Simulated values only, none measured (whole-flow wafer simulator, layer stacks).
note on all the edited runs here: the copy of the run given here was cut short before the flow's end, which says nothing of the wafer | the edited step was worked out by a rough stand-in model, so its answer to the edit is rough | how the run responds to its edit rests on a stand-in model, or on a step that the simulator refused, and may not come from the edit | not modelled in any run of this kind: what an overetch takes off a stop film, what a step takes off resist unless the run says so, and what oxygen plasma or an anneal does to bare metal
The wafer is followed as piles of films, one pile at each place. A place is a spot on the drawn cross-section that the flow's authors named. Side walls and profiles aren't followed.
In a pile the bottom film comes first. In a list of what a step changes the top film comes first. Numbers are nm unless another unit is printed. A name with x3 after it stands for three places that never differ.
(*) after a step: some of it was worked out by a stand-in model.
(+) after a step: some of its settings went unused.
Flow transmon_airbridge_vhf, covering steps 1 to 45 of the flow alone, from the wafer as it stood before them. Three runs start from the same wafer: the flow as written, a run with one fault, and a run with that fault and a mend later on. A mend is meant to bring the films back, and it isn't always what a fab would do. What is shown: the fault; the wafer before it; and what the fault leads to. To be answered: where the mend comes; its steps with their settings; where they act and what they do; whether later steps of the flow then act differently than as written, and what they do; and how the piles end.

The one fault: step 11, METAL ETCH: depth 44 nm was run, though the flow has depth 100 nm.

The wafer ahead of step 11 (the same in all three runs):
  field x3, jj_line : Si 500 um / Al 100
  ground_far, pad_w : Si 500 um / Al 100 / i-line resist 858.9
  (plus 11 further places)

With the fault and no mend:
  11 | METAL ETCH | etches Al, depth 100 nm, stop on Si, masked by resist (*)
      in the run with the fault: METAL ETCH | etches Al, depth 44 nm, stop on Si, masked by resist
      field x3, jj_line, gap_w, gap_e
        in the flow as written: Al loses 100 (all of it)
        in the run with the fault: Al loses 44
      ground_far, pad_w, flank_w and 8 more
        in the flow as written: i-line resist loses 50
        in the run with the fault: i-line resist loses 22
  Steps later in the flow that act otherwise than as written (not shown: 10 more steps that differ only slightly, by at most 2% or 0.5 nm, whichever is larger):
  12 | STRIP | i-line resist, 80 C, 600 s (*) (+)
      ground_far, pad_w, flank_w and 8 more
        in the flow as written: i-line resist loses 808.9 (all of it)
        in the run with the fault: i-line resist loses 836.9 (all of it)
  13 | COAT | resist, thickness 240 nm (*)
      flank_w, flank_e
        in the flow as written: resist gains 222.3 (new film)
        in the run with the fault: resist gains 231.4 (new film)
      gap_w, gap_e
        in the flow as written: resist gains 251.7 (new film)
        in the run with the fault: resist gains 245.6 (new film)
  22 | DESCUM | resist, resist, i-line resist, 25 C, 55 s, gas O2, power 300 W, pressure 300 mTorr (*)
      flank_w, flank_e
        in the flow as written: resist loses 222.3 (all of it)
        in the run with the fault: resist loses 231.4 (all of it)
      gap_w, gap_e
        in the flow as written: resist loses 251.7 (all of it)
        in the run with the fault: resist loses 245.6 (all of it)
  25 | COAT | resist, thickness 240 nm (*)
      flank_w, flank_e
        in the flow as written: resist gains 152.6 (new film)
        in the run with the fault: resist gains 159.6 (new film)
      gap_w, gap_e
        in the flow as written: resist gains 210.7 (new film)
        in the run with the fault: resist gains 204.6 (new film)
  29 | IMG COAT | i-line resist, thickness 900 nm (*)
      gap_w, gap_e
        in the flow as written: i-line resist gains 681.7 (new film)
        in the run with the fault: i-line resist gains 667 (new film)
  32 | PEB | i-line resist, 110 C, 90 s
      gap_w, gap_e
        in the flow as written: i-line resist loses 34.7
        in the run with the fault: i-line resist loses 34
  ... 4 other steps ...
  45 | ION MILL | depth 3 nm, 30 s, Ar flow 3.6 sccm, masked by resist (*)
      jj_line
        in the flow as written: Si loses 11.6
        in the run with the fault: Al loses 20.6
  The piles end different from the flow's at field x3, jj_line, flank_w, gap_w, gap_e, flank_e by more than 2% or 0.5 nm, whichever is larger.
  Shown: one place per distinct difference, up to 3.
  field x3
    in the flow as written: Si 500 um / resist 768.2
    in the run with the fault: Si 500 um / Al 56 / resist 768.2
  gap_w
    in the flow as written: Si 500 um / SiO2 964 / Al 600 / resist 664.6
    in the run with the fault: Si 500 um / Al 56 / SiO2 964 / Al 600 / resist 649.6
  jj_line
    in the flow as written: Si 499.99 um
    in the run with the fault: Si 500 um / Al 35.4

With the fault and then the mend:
  After step 12 comes the mend.
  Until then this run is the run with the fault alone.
  12a | COAT | i-line resist, thickness 900 nm (*) (a further turn of the flow's step 6)
      field x3, jj_line, trace_open_s x2, margin_s, bridge_strip, margin_n
        i-line resist gains 900 (new film)
      pad_w, pad_e
        i-line resist gains 894.6 (new film)
      flank_w, flank_e
        i-line resist gains 889.7 (new film)
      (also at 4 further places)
  12b | SOFTBAKE | i-line resist, 90 C, 90 s (a further turn of the flow's step 7)
      flank_w, flank_e
        i-line resist loses 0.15
      cpw_trace
        i-line resist loses 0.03
  12c | EXPOSE | i-line resist, thickness 900 nm, photomask AB CPW, dose 155.4 mJ/cm2, NA 0.45, wavelength 365 nm (*) (a further turn of the flow's step 8)
      does not change any film at any place that is followed
  12d | PEB | i-line resist, 110 C, 60 s (a further turn of the flow's step 9)
      field x3, jj_line, trace_open_s x2, margin_s, bridge_strip, margin_n
        i-line resist loses 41
      pad_w, pad_e
        i-line resist loses 40.8
      flank_w, flank_e
        i-line resist loses 40.6
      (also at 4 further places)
  12e | DEVELOP | i-line resist, thickness 900 nm, developer developer-B, 60 s (a further turn of the flow's step 10)
      flank_w, flank_e, trace_open_s x2, margin_s, bridge_strip, margin_n
        i-line resist loses 0.03
      field x3, jj_line
        i-line resist loses 859 (all of it)
      gap_w, gap_e
        i-line resist loses 881.9 (all of it)
  12f | METAL ETCH | etches Al, depth 56 nm, stop on Si, masked by resist (*) (a further turn of the flow's step 11, with different settings)
      ground_far, pad_w, flank_w and 8 more
        i-line resist loses 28
      field x3, jj_line, gap_w, gap_e
        Al loses 56 (all of it)
  12g | STRIP | i-line resist, 80 C, 600 s (*) (+) (a further turn of the flow's step 12)
      trace_open_s x2, margin_s, bridge_strip, margin_n
        i-line resist loses 830.9 (all of it)
      pad_w, pad_e
        i-line resist loses 825.8 (all of it)
      flank_w, flank_e
        i-line resist loses 820.9 (all of it)
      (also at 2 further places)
  Later steps of the flow that are run all act as written at every place that is followed.
  By the end, the piles equal the flow's at every place that both follow.
